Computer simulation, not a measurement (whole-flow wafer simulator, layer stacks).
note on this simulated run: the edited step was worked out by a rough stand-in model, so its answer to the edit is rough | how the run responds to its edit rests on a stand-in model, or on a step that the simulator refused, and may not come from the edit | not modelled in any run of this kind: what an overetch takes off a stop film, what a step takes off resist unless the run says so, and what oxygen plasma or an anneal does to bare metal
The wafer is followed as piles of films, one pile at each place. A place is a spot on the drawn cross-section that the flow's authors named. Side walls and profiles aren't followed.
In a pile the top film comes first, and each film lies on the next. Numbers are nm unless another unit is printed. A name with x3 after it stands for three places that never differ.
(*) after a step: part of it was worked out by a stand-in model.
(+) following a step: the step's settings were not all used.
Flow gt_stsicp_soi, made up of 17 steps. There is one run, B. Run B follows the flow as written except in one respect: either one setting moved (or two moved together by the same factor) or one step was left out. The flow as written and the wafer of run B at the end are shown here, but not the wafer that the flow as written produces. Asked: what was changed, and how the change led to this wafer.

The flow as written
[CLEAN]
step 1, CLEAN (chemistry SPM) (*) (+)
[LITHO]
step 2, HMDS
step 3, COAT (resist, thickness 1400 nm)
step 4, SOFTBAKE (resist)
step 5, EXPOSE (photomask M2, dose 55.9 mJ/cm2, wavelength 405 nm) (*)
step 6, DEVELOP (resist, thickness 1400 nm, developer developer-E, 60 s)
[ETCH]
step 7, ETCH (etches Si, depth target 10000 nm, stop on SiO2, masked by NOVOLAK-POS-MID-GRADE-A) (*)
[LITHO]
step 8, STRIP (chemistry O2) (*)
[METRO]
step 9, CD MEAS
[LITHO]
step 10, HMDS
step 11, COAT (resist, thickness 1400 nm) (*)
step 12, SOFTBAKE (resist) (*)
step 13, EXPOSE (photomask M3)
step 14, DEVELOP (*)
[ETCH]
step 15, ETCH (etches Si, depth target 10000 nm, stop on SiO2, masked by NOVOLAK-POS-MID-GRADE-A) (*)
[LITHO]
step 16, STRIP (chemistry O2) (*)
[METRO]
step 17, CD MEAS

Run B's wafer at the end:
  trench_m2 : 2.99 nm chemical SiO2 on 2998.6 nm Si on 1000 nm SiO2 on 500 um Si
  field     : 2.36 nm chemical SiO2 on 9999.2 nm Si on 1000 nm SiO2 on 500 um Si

Cause: step 7, ETCH: depth target 7000 nm was run, though the flow has depth target 10000 nm.

Step by step, how the change led to this:
  step 7, ETCH (etches Si, depth target 10000 nm, stop on SiO2, masked by NOVOLAK-POS-MID-GRADE-A) (*)
      trench_m2: -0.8 chemical SiO2 (all of it), -7000 Si (in the flow as written it would be: -0.8 chemical SiO2 (all of it), -9999.9 Si (all of it))
      field, trench_m3: -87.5 resist (in the flow as written it would be: -125 resist)
  step 8, STRIP (chemistry O2) (*)
      trench_m2: +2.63 chemical SiO2 (new film), -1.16 Si (in the flow as written it would be: nothing)
      field, trench_m3: -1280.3 resist (all of it), +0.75 chemical SiO2, -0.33 Si (in the flow as written it would be: -1242.8 resist (all of it), +0.74 chemical SiO2, -0.33 Si)
  step 11, COAT (resist, thickness 1400 nm) (*)
      trench_m2: +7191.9 resist (new film) (in the flow as written it would be: +9583.4 resist (new film))
  step 12, SOFTBAKE (resist) (*)
      field: +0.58 resist (in the flow as written it would be: nothing)
      trench_m2: +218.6 resist (in the flow as written it would be: nothing)
      (also at 1 further place)
  step 14, DEVELOP (*)
      trench_m3: -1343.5 resist (all of it) (in the flow as written it would be: -1311.7 resist (all of it))
  step 16, STRIP (chemistry O2) (*)
      trench_m2: -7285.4 resist (all of it), +0.36 chemical SiO2, -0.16 Si (in the flow as written it would be: -9458.4 resist (all of it))
